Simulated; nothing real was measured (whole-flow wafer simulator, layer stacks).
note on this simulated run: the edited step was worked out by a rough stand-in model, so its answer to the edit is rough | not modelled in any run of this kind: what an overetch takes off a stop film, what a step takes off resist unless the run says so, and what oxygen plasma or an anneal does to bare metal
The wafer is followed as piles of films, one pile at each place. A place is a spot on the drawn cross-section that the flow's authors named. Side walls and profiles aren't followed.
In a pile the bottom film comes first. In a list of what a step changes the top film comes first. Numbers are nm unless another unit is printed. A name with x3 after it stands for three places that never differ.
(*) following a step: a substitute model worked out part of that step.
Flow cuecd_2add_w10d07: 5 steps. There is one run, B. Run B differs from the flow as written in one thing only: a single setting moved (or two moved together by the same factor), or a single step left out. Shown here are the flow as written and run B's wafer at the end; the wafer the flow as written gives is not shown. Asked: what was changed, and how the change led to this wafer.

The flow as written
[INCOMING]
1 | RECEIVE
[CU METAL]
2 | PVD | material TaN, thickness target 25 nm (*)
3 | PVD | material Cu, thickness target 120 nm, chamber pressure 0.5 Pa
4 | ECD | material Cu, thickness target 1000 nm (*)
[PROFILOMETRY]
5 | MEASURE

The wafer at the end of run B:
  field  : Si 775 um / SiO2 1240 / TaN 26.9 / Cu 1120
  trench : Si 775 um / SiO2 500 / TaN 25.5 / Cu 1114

What caused this: step 2, PVD: thickness target 26.9 nm was run, while the flow as written has thickness target 25 nm.
One can read it off the wafer: field has TaN 26.9, and step 2 as written asks for 25 nm.

The path from the change to this, step by step:
  2 | PVD | material TaN, thickness target 25 nm (*)
      field: TaN gains 26.9 (new film) (it would be, as written: TaN gains 25 (new film))
      trench: TaN gains 25.5 (new film) (it would be, as written: TaN gains 23.7 (new film))
